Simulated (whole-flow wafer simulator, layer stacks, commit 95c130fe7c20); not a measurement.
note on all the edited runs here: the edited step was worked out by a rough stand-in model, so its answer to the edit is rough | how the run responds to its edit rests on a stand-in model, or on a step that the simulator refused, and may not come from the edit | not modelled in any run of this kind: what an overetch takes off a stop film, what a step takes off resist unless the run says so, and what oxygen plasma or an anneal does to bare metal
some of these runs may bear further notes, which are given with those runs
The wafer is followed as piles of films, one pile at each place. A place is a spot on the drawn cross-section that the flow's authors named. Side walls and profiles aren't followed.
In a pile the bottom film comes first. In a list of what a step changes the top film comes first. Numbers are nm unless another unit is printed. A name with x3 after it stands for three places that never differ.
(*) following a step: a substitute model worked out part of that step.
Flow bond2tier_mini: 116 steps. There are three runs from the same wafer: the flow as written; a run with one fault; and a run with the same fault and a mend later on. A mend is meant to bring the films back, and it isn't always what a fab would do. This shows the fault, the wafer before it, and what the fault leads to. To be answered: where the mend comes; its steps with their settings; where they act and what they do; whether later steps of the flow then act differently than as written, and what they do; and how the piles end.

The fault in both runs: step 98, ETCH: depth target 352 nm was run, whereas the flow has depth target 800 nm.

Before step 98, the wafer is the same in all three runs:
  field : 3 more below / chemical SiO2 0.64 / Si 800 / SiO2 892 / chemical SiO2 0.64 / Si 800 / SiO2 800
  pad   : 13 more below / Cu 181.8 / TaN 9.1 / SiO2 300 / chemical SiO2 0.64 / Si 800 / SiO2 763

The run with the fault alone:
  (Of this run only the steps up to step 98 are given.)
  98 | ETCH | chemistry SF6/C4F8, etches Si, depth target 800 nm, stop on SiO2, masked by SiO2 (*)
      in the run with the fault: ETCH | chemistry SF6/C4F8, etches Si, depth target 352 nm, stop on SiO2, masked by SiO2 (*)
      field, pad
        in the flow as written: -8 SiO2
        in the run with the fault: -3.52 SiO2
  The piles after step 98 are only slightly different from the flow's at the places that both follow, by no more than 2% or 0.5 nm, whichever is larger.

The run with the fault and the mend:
  The mend stands after step 98.
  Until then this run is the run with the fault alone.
  98a | ETCH | chemistry SF6/C4F8, etches Si, depth target 448 nm, stop on SiO2, masked by SiO2 (*) (the flow's step 98, run once more with other settings)
      field, pad
        -4.48 SiO2
  None of the later steps of the flow acts differently than as written at any place that is followed.
  The piles end the same as the flow's at every place that both follow.
